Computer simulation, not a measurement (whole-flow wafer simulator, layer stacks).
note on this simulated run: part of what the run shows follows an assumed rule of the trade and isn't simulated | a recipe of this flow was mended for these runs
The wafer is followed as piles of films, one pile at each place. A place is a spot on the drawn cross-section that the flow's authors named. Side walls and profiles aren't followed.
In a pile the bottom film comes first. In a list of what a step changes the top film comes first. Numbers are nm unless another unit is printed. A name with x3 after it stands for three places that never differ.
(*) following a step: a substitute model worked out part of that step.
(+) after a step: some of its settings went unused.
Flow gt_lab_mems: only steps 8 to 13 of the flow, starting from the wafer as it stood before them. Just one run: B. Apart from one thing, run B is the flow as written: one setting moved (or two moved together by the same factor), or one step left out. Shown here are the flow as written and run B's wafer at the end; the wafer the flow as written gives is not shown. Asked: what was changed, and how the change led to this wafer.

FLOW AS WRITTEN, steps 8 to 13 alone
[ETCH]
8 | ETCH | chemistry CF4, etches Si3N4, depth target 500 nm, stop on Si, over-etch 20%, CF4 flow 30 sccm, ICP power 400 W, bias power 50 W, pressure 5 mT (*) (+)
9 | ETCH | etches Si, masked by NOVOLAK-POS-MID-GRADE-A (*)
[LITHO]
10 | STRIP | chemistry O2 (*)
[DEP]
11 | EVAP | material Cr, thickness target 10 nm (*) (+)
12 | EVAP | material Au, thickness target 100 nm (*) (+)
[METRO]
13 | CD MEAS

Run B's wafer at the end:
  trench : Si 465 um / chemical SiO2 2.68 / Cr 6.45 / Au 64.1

Cause: step 8, ETCH: over-etch 15.2% was run, while the flow as written has over-etch 20%.

How this came from the change, step by step:
  8 | ETCH | chemistry CF4, etches Si3N4, depth target 500 nm, stop on Si, over-etch 20%, CF4 flow 30 sccm, ICP power 400 W, bias power 50 W, pressure 5 mT (*) (+)
      field: -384 g/i-line-resist (as written it would have been: -400 g/i-line-resist)
      trench: -500 Si3N4 (all of it), -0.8 chemical SiO2 (all of it), -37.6 Si (as written it would have been: -500 Si3N4 (all of it), -0.8 chemical SiO2 (all of it), -49.6 Si)
